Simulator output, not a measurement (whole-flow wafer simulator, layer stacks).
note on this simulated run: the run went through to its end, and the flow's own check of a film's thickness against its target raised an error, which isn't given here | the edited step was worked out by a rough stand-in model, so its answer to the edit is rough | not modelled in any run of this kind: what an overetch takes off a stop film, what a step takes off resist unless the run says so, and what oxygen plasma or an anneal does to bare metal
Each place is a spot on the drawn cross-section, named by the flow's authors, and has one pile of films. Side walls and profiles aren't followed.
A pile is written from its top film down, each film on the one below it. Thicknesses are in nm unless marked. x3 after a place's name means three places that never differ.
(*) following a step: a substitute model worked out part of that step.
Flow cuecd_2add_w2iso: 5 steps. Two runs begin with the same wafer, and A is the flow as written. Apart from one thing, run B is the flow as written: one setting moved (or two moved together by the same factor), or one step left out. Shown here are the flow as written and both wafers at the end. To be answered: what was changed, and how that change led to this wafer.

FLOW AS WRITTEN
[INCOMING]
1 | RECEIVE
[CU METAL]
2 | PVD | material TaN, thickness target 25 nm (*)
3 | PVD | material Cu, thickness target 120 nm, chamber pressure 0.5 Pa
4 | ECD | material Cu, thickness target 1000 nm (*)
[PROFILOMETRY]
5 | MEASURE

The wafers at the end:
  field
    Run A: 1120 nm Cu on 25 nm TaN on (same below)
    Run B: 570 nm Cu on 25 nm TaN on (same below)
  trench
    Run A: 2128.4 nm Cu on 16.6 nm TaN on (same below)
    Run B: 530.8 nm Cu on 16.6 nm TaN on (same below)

Cause: step 4, ECD: thickness target 450 nm was run, whereas the flow has thickness target 1000 nm.

Step by step, how the change led to this:
  4 | ECD | material Cu, thickness target 1000 nm (*)
      field: A Cu gains 1000 | B Cu gains 450
      trench: A Cu gains 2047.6 | B Cu gains 450
